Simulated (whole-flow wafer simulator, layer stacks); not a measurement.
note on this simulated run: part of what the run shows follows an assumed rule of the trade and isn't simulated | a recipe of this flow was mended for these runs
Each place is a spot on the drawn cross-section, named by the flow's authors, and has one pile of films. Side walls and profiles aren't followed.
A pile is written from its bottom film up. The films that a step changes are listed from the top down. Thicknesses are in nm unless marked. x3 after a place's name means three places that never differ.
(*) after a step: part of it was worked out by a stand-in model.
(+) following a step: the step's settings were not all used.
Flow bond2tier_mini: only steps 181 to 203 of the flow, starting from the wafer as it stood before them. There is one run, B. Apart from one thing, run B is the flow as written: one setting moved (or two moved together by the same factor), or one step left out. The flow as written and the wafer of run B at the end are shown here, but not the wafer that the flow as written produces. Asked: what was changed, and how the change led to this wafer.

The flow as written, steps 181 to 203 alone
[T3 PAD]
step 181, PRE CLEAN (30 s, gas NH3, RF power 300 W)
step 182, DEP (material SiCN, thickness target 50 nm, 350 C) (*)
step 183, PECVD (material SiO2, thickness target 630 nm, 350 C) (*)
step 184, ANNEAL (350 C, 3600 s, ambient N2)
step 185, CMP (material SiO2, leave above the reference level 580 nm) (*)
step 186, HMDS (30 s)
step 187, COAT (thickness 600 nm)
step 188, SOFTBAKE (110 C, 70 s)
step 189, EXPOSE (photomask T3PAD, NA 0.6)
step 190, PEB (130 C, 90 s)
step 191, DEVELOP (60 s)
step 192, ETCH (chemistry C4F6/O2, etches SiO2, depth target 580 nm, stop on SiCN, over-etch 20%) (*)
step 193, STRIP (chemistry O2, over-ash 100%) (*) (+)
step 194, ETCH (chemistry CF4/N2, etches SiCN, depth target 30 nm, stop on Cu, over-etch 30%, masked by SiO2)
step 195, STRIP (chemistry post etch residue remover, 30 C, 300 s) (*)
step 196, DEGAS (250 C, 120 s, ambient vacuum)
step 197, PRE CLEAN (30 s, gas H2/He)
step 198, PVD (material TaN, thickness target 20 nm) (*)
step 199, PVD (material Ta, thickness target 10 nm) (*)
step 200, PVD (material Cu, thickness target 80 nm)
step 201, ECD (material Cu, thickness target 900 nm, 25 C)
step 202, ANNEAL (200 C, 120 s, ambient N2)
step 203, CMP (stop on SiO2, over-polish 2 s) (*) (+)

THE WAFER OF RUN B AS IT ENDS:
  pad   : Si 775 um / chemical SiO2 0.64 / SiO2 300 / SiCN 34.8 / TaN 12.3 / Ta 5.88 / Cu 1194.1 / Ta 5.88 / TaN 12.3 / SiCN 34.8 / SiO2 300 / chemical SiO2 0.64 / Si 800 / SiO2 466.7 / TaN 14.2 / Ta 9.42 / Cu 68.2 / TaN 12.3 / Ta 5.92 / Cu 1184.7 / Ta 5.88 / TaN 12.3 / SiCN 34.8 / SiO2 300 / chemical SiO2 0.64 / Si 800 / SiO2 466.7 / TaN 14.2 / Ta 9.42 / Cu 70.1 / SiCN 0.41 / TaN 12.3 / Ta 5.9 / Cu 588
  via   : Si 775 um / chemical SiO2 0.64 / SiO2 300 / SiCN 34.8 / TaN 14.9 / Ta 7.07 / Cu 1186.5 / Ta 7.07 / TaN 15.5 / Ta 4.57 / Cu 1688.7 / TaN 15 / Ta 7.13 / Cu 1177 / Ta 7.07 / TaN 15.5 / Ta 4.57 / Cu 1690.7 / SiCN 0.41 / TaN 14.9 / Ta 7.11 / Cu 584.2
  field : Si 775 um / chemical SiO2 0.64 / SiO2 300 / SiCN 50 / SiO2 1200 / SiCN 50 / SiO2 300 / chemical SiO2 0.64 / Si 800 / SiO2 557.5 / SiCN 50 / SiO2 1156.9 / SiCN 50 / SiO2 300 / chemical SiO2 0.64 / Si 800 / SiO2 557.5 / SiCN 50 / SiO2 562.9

What caused this: step 194, ETCH: depth target 23.1 nm was run, whereas the flow has depth target 30 nm.

Step by step, how the change led to this:
  step 194, ETCH (chemistry CF4/N2, etches SiCN, depth target 30 nm, stop on Cu, over-etch 30%, masked by SiO2)
      pad, via: -30 SiCN (in the flow as written it would be: -30.4 SiCN (all of it), -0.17 Cu)
      field: -20 SiO2 (in the flow as written it would be: -26 SiO2)
  step 195, STRIP (chemistry post etch residue remover, 30 C, 300 s) (*)
      pad, via: nothing (in the flow as written it would be: -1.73 Cu)
If metal films that touch count as one body, pad has 4 bodies (between them, from the top down: SiCN 0.41; SiO2 466.7 / Si 800 / chemical SiO2 0.64 / SiO2 300 / SiCN 34.8; SiO2 466.7 / Si 800 / chemical SiO2 0.64 / SiO2 300 / SiCN 34.8); the flow as written gives 3 bodies (between them, from the top down: SiO2 466.7 / Si 800 / chemical SiO2 0.64 / SiO2 300 / SiCN 34.8; SiO2 466.7 / Si 800 / chemical SiO2 0.64 / SiO2 300 / SiCN 34.8).
If metal films that touch count as one body, via has 2 bodies (between them, from the top down: SiCN 0.41); the flow as written gives 1 body.
